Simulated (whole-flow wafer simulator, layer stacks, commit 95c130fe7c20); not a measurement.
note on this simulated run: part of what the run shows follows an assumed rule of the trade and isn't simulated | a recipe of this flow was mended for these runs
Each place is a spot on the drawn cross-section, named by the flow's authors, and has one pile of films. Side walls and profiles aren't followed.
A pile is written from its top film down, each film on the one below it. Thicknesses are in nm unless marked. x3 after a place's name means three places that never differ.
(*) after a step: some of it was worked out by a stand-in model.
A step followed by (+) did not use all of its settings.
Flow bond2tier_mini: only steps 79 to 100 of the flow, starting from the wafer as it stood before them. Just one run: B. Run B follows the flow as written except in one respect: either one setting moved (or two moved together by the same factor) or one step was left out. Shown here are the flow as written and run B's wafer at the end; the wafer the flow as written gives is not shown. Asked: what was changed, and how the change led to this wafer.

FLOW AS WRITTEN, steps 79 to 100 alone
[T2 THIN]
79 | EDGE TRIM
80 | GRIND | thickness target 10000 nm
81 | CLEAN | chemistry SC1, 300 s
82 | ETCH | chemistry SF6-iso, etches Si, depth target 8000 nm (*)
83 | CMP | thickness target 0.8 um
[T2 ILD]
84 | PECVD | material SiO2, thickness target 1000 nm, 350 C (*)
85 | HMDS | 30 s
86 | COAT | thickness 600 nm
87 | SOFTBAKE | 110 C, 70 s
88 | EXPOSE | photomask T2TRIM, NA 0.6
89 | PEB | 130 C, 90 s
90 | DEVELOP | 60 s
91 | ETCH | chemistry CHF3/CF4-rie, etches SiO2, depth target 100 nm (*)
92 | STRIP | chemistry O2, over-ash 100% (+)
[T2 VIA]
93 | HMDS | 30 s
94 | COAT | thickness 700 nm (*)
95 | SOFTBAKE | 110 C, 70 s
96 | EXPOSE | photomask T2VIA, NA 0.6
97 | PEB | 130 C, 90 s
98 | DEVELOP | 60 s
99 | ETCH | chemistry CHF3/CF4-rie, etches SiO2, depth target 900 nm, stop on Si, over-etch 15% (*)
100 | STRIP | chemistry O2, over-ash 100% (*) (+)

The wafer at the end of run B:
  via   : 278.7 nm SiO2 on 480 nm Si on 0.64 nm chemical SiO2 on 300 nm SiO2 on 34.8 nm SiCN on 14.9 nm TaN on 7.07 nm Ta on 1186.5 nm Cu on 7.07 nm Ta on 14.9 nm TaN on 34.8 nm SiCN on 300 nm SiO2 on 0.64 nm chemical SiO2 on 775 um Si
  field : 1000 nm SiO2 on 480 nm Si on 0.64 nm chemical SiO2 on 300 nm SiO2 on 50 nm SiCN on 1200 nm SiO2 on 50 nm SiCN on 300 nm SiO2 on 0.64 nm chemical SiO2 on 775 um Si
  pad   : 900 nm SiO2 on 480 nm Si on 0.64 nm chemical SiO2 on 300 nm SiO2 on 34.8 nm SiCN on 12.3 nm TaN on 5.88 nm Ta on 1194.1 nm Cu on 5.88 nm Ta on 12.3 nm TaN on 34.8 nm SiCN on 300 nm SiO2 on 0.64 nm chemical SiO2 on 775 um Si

The reason: step 83, CMP: thickness target 0.48 um was run, while the flow as written has thickness target 0.8 um; step 99, ETCH: depth target 540.3 nm was run, where the flow has depth target 900 nm.

How this came from the change, step by step:
  83 | CMP | thickness target 0.8 um
      field, pad, via: -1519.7 Si (in the flow as written it would be: -1199.7 Si)
  99 | ETCH | chemistry CHF3/CF4-rie, etches SiO2, depth target 900 nm, stop on Si, over-etch 15% (*)
      via: -621.3 SiO2 (in the flow as written it would be: -900 SiO2 (all of it), -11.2 Si)
      field, pad: -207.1 thick-KrF-resist (in the flow as written it would be: -345 thick-KrF-resist)
  100 | STRIP | chemistry O2, over-ash 100% (*) (+)
      field: -424.5 thick-KrF-resist (all of it) (in the flow as written it would be: -286.6 thick-KrF-resist (all of it))
      pad: -510.8 thick-KrF-resist (all of it) (in the flow as written it would be: -372.9 thick-KrF-resist (all of it))
